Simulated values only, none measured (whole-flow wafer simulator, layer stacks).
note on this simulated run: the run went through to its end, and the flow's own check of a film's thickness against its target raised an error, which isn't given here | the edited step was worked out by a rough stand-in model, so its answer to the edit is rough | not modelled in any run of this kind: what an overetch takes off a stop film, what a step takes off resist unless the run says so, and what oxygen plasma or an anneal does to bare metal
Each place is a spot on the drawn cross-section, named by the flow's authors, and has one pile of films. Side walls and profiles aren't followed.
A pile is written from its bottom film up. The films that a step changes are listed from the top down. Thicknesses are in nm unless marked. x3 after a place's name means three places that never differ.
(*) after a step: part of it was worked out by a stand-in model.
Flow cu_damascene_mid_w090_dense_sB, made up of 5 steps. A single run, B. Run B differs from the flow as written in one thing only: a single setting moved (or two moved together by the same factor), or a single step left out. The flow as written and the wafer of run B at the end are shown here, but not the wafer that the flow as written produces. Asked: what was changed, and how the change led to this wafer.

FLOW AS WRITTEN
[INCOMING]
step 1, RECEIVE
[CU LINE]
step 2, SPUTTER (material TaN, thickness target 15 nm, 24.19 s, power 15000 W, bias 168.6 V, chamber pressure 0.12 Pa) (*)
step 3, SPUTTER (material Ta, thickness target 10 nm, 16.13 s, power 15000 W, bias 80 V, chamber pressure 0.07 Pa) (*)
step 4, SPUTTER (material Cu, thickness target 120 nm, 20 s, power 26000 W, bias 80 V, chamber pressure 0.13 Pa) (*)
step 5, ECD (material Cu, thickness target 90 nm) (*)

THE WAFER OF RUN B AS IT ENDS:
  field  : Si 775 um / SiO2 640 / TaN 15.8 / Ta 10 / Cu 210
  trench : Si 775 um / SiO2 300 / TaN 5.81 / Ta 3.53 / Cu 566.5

What caused this: step 2, SPUTTER: thickness target 15.8 nm was run, whereas the flow has thickness target 15 nm; step 2, SPUTTER: 25.4 s was run, where the flow has 24.19 s.
The wafer itself shows it: field has TaN 15.8, and step 2 as written asks for 15 nm.

The path from the change to this, step by step:
  step 2, SPUTTER (material TaN, thickness target 15 nm, 24.19 s, power 15000 W, bias 168.6 V, chamber pressure 0.12 Pa) (*)
      field: +15.8 TaN (new film) (in the flow as written it would be: +15 TaN (new film))
